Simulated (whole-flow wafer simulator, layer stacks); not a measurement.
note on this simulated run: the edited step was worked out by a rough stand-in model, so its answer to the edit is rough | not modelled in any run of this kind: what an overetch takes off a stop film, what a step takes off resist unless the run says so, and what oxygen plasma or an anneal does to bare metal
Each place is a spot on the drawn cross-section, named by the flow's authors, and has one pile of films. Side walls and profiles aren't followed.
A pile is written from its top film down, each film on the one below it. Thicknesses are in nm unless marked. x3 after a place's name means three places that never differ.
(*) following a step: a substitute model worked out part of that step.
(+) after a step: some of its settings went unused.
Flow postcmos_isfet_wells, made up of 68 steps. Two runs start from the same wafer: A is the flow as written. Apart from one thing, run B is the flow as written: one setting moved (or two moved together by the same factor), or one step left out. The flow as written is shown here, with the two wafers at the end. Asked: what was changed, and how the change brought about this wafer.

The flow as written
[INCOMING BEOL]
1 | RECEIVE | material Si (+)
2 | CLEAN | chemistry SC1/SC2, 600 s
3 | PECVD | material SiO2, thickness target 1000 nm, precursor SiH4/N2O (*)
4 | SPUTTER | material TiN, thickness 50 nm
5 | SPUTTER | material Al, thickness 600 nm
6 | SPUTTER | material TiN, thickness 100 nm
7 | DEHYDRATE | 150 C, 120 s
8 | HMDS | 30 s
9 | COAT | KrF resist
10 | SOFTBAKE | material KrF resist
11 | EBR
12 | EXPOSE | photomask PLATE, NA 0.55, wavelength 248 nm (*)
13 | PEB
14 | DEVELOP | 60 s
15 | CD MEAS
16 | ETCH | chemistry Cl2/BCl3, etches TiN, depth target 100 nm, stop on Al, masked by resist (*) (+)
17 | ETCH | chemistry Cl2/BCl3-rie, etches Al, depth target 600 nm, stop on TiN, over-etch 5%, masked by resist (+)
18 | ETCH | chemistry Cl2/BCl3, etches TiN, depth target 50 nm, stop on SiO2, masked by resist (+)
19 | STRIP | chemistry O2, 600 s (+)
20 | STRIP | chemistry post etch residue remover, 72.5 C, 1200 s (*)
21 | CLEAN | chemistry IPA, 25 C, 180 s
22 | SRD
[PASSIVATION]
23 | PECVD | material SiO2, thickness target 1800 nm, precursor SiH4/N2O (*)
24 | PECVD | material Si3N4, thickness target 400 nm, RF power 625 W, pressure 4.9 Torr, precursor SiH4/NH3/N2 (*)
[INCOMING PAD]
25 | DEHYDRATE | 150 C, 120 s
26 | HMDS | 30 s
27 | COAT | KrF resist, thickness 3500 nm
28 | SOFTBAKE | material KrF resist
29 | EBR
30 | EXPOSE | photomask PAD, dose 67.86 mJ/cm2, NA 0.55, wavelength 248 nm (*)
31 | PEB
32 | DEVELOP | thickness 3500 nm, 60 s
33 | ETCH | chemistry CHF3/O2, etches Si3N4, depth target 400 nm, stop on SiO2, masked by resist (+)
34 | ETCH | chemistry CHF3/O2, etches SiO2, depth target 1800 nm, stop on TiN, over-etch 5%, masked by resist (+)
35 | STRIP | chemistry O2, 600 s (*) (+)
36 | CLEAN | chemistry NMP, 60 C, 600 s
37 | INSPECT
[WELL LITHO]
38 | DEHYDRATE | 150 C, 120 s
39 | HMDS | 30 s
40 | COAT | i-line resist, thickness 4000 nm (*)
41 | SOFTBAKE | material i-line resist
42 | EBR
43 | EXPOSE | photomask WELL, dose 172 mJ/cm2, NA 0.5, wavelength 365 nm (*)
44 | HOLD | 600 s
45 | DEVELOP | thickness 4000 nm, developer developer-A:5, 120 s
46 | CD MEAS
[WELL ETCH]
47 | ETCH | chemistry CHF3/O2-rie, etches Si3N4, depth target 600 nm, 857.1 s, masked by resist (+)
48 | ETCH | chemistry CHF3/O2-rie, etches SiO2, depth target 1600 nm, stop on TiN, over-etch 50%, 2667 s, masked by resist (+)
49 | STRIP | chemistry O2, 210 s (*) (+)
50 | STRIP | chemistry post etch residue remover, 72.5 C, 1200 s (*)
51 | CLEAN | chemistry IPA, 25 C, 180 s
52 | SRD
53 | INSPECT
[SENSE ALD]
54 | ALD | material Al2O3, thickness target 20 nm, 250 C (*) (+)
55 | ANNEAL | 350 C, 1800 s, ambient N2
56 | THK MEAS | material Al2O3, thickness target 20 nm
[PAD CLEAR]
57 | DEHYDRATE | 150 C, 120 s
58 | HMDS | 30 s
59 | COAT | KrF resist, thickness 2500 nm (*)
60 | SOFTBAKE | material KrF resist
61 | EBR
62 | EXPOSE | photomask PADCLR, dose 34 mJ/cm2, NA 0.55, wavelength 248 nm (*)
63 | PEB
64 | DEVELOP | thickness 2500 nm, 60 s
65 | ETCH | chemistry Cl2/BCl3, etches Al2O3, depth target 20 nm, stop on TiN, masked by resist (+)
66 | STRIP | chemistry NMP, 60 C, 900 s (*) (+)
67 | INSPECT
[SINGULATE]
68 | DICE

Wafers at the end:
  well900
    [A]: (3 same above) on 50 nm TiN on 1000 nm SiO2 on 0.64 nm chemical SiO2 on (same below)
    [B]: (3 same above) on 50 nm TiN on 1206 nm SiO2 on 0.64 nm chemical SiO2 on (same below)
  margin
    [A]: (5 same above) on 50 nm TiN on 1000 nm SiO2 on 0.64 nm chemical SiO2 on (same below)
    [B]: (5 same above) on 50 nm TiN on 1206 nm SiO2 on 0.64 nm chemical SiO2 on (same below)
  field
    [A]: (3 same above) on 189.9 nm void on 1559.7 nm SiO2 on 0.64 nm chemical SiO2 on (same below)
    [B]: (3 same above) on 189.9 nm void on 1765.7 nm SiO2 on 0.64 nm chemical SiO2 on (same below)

What caused this: step 3, PECVD: thickness target 1206 nm was run, though the flow has thickness target 1000 nm.
The wafer itself shows it: well900 has SiO2 1206, and step 3 as written asks for 1000 nm.

Step by step, how the change led to this:
  3 | PECVD | material SiO2, thickness target 1000 nm, precursor SiH4/N2O (*)
      field, margin, well900, well1300 x3, pad_rim, pad_clr, pad_open: A SiO2 gains 1000 (new film) | B SiO2 gains 1206 (new film)
